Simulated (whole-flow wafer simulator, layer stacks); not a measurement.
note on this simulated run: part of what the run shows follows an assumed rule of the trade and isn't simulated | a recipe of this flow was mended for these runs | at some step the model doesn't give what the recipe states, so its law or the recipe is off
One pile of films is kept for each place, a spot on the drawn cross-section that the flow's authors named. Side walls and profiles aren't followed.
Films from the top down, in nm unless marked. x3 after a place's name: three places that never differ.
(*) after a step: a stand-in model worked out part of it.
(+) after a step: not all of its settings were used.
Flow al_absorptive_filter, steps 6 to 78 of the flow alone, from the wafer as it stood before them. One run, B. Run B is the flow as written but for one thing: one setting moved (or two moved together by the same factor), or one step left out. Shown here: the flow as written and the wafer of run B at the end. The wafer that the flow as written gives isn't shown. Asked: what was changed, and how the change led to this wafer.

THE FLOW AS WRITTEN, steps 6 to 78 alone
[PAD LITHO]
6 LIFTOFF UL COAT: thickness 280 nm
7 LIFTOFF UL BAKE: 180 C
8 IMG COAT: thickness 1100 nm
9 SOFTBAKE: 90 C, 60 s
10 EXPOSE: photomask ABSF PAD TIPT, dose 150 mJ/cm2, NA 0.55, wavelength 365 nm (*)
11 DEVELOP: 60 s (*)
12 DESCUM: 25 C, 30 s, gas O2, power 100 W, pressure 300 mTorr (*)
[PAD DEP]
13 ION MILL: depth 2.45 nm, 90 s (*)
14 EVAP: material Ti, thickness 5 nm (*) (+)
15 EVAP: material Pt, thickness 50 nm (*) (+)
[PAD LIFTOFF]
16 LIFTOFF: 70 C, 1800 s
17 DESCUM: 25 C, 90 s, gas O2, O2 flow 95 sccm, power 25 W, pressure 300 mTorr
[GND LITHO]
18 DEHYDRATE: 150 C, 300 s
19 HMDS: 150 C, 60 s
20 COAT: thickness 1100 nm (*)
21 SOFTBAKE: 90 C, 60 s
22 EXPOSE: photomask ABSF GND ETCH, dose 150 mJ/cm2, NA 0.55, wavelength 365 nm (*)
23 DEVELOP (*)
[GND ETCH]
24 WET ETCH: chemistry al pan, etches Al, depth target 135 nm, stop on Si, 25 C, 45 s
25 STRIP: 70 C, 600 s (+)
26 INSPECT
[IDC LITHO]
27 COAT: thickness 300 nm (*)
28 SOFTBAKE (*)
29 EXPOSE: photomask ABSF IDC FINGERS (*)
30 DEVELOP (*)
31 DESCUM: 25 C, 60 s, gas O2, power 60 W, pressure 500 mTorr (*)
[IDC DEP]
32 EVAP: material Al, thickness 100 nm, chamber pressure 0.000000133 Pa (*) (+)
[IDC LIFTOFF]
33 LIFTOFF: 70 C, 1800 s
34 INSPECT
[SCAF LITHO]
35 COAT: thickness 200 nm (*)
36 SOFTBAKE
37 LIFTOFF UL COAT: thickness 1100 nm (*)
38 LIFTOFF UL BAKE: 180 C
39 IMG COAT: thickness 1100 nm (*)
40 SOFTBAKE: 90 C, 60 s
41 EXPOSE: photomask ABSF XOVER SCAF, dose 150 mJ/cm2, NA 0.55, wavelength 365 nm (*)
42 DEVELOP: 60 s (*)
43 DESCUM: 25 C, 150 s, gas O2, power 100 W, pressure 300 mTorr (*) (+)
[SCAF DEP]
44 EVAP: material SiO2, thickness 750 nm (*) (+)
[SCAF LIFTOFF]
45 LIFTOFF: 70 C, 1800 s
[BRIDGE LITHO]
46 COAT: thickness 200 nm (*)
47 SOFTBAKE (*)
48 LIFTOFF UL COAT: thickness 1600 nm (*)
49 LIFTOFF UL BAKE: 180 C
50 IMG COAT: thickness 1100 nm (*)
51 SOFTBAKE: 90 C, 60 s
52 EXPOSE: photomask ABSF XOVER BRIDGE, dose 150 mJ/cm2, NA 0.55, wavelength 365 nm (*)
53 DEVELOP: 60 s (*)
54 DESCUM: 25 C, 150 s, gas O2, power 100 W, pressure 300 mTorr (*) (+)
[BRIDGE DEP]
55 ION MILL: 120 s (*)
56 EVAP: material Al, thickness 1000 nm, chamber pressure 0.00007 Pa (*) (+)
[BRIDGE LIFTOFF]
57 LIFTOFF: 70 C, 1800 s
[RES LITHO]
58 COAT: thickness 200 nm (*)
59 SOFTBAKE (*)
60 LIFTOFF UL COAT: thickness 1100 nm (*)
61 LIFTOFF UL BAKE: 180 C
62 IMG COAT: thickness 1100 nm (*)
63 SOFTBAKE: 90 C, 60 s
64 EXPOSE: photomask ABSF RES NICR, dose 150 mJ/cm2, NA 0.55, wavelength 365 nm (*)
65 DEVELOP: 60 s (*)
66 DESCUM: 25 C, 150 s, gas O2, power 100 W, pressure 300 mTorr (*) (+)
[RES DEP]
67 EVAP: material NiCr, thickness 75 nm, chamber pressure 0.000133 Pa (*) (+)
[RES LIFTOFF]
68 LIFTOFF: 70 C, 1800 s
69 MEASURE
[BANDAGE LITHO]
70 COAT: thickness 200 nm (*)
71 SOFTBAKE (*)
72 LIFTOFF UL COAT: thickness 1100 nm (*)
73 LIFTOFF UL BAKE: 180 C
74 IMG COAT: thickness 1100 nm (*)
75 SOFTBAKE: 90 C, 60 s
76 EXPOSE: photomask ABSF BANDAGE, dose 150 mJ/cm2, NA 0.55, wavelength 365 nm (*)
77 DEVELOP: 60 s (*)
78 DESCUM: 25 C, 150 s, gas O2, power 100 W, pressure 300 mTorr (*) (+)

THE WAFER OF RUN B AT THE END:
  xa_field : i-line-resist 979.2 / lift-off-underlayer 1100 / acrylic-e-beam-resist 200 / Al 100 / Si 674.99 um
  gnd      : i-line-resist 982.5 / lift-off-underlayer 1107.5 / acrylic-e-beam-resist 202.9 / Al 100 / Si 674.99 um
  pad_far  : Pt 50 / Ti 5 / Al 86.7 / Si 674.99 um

The cause: step 13, ION MILL: depth 2.45 nm, 90 s (*), was left out.

How the change led to this, step by step:
  27 COAT: thickness 300 nm (*)
      pad_far: e-beam-resist +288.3 (new film) (as written it would be: e-beam-resist +296 (new film))
      pad_near: e-beam-resist +278.8 (new film) (as written it would be: e-beam-resist +288.3 (new film))
      (and at 1 more place)
  33 LIFTOFF: 70 C, 1800 s
      pad_far: Al -100 (all of it), e-beam-resist -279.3 (all of it) (as written it would be: Al -100 (all of it), e-beam-resist -287 (all of it))
      pad_near: Al -100 (all of it), e-beam-resist -269.8 (all of it) (as written it would be: Al -100 (all of it), e-beam-resist -279.3 (all of it))
      (and at 1 more place)
  35 COAT: thickness 200 nm (*)
      pad_near: acrylic-e-beam-resist +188 (new film) (as written it would be: acrylic-e-beam-resist +193.6 (new film))
      ledge: acrylic-e-beam-resist +180.1 (new film) (as written it would be: acrylic-e-beam-resist +169.8 (new film))
  45 LIFTOFF: 70 C, 1800 s
      pad_near: SiO2 -750 (all of it), i-line-resist -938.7 (all of it), lift-off-underlayer -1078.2 (all of it), acrylic-e-beam-resist -188 (all of it) (as written it would be: SiO2 -750 (all of it), i-line-resist -944.1 (all of it), lift-off-underlayer -1088 (all of it), acrylic-e-beam-resist -193.6 (all of it))
      ledge: SiO2 -750 (all of it), i-line-resist -949.8 (all of it), lift-off-underlayer -1114.6 (all of it), acrylic-e-beam-resist -180.1 (all of it) (as written it would be: SiO2 -750 (all of it), i-line-resist -952.1 (all of it), lift-off-underlayer -1114 (all of it), acrylic-e-beam-resist -169.8 (all of it))
  46 COAT: thickness 200 nm (*)
      pad_near: acrylic-e-beam-resist +188 (new film) (as written it would be: acrylic-e-beam-resist +193.6 (new film))
      ledge: acrylic-e-beam-resist +180.1 (new film) (as written it would be: acrylic-e-beam-resist +169.8 (new film))
  57 LIFTOFF: 70 C, 1800 s
      pad_near: Al -1000 (all of it), i-line-resist -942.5 (all of it), lift-off-underlayer -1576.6 (all of it), acrylic-e-beam-resist -188 (all of it) (as written it would be: Al -1000 (all of it), i-line-resist -946.7 (all of it), lift-off-underlayer -1587.9 (all of it), acrylic-e-beam-resist -193.6 (all of it))
      ledge: Al -1000 (all of it), i-line-resist -949.9 (all of it), lift-off-underlayer -1617.5 (all of it), acrylic-e-beam-resist -180.1 (all of it) (as written it would be: Al -1000 (all of it), i-line-resist -951.7 (all of it), lift-off-underlayer -1617.2 (all of it), acrylic-e-beam-resist -169.8 (all of it))
  58 COAT: thickness 200 nm (*)
      pad_near: acrylic-e-beam-resist +188 (new film) (as written it would be: acrylic-e-beam-resist +193.6 (new film))
      ledge: acrylic-e-beam-resist +180.1 (new film) (as written it would be: acrylic-e-beam-resist +169.8 (new film))
  66 DESCUM: 25 C, 150 s, gas O2, power 100 W, pressure 300 mTorr (*) (+)
      pad_near: acrylic-e-beam-resist -188 (all of it) (as written it would be: acrylic-e-beam-resist -193.6 (all of it))
      ledge: acrylic-e-beam-resist -180.1 (all of it) (as written it would be: acrylic-e-beam-resist -169.8 (all of it))
  70 COAT: thickness 200 nm (*)
      pad_near: acrylic-e-beam-resist +175.7 (new film) (as written it would be: acrylic-e-beam-resist +180.9 (new film))
      ledge: acrylic-e-beam-resist +177.1 (new film) (as written it would be: acrylic-e-beam-resist +167 (new film))
  78 DESCUM: 25 C, 150 s, gas O2, power 100 W, pressure 300 mTorr (*) (+)
      pad_near: acrylic-e-beam-resist -175.7 (all of it) (as written it would be: acrylic-e-beam-resist -180.9 (all of it))
